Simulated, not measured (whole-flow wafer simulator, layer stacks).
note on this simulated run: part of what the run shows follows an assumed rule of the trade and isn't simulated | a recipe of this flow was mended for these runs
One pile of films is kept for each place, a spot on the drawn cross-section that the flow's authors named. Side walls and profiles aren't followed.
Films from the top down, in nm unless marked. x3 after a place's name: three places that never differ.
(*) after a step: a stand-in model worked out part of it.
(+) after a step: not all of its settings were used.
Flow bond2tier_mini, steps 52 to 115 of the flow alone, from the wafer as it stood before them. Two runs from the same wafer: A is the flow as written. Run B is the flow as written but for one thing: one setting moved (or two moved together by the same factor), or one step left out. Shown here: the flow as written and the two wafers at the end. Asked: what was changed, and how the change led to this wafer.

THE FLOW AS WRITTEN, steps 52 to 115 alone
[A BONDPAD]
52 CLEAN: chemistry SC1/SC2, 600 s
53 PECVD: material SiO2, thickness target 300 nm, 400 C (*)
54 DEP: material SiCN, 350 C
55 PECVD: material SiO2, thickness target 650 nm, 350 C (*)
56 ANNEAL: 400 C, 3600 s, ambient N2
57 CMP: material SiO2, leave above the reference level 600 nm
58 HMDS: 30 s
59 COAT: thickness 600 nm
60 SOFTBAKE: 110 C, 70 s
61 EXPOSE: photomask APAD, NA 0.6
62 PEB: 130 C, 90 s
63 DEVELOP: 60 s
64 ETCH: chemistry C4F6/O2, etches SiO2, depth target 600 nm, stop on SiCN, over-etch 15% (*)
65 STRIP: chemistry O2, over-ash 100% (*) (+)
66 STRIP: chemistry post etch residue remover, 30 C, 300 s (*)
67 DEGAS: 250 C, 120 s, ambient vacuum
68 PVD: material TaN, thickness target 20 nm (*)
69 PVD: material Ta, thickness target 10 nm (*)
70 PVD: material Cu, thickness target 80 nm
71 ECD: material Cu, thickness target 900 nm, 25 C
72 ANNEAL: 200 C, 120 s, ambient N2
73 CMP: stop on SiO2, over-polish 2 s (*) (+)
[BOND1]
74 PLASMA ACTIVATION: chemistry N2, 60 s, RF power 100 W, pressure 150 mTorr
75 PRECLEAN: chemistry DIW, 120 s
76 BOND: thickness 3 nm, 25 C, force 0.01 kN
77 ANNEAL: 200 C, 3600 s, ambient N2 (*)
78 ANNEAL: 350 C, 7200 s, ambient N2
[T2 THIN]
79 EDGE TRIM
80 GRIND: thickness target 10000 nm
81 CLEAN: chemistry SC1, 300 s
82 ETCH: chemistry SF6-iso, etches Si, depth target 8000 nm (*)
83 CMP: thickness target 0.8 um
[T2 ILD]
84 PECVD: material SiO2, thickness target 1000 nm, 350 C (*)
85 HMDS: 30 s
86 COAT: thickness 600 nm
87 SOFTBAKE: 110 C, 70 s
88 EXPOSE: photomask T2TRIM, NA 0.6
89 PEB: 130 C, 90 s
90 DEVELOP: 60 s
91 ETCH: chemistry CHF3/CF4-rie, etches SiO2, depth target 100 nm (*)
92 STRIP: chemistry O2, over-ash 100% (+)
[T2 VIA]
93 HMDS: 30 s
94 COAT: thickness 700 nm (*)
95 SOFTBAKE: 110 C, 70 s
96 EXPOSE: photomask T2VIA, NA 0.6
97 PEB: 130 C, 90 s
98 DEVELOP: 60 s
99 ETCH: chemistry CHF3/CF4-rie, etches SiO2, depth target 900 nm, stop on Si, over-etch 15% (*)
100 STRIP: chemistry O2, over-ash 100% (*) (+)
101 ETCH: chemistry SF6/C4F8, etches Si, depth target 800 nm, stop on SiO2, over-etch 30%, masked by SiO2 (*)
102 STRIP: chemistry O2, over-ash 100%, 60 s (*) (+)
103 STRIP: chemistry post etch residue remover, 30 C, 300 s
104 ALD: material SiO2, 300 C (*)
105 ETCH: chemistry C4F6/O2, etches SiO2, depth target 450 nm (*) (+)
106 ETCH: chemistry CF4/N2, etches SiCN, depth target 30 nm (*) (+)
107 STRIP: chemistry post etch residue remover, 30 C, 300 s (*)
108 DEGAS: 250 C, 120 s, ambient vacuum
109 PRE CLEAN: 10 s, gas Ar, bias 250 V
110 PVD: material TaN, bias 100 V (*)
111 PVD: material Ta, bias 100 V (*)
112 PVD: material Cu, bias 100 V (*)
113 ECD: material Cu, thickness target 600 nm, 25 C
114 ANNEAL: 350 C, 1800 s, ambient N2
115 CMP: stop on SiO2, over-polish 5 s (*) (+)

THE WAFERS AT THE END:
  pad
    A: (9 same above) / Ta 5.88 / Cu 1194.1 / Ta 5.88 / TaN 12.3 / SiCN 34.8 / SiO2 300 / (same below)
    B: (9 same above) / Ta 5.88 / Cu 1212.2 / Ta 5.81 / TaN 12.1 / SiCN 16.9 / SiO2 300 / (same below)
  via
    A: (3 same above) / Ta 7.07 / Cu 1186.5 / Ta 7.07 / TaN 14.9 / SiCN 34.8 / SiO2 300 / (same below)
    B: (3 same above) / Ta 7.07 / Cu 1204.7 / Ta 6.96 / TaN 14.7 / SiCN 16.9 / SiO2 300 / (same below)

The cause: step 64, ETCH: depth target 692.2 nm was run, where the flow has depth target 600 nm.

How the change led to this, step by step:
  64 ETCH: chemistry C4F6/O2, etches SiO2, depth target 600 nm, stop on SiCN, over-etch 15% (*)
      pad, via: A SiO2 -600 (all of it), SiCN -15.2 | B SiO2 -600 (all of it), SiCN -33.1
      field: A thick-KrF-resist -115 | B thick-KrF-resist -132.7
  65 STRIP: chemistry O2, over-ash 100% (*) (+)
      field: A thick-KrF-resist -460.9 (all of it) | B thick-KrF-resist -443.3 (all of it)
